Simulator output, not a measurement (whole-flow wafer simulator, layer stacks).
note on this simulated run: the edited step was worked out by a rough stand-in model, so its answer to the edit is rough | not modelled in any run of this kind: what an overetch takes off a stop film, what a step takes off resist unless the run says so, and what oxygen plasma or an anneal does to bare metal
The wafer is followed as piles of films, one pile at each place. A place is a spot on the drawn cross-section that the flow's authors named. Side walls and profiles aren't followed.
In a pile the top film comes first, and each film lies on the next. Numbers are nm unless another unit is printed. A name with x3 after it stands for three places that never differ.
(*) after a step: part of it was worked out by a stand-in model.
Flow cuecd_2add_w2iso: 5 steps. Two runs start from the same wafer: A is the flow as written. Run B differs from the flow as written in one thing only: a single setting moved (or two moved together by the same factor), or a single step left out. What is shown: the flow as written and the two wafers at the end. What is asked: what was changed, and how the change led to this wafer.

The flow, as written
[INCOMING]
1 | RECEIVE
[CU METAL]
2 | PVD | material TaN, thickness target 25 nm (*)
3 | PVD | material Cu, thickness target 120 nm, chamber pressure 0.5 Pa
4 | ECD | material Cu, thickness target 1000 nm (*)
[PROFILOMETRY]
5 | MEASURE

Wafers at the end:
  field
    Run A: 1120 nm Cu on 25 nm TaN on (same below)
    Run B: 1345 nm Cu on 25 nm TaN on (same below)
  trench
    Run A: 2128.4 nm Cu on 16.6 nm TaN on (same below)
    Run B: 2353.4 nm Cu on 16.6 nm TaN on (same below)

What caused this: step 4, ECD: thickness target 1225 nm was run, while the flow as written has thickness target 1000 nm.

How this came from the change, step by step:
  4 | ECD | material Cu, thickness target 1000 nm (*)
      field: A Cu gains 1000 | B Cu gains 1225
      trench: A Cu gains 2047.6 | B Cu gains 2272.6
